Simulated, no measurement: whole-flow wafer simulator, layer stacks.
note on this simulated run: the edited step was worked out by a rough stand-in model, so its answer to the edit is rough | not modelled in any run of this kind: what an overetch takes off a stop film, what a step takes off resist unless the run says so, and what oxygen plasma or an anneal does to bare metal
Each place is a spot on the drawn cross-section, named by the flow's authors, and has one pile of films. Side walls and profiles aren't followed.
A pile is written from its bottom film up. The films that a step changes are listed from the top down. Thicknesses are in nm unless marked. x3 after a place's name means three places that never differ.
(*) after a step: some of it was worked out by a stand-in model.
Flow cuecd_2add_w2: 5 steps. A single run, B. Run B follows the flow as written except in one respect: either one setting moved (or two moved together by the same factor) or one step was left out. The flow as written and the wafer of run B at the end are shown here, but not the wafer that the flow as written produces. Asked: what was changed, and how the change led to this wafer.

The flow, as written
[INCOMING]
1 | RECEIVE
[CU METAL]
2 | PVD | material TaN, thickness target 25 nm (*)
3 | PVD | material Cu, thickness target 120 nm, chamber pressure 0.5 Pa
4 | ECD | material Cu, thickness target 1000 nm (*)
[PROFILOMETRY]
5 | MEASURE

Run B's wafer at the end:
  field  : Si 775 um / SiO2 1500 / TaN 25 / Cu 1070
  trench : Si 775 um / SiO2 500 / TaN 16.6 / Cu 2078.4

Cause: step 4, ECD: thickness target 950 nm was run, whereas the flow has thickness target 1000 nm.

Step by step, how the change led to this:
  4 | ECD | material Cu, thickness target 1000 nm (*)
      field: +950 Cu (in the flow as written it would be: +1000 Cu)
      trench: +1997.6 Cu (in the flow as written it would be: +2047.6 Cu)
